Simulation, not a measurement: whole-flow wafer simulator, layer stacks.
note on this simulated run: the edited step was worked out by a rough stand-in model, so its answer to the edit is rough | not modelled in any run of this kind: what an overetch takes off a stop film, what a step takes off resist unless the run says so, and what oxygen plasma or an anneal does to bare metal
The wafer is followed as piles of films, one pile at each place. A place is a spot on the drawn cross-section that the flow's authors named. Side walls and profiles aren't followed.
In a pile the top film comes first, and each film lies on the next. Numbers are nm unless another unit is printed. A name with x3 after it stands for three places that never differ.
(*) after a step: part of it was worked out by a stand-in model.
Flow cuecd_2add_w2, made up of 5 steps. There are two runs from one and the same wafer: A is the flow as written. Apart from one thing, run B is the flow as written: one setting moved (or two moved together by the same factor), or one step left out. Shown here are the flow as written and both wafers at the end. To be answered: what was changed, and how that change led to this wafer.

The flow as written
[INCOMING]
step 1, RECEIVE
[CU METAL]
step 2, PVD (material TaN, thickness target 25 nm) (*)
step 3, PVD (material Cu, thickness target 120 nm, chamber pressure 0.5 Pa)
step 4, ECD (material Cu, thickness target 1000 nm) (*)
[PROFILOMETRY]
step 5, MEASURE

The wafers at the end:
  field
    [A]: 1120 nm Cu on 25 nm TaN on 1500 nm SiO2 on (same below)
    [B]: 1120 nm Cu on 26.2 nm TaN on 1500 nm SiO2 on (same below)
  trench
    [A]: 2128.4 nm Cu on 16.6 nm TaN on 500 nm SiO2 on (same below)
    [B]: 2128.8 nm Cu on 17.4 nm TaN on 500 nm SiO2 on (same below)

The reason: step 2, PVD: thickness target 26.2 nm was run, whereas the flow has thickness target 25 nm.
The wafer itself shows it: field has TaN 26.2, and step 2 as written asks for 25 nm.

The path from the change to this, step by step:
  step 2, PVD (material TaN, thickness target 25 nm) (*)
      field: A TaN gains 25 (new film) | B TaN gains 26.2 (new film)
      trench: A TaN gains 16.6 (new film) | B TaN gains 17.4 (new film)
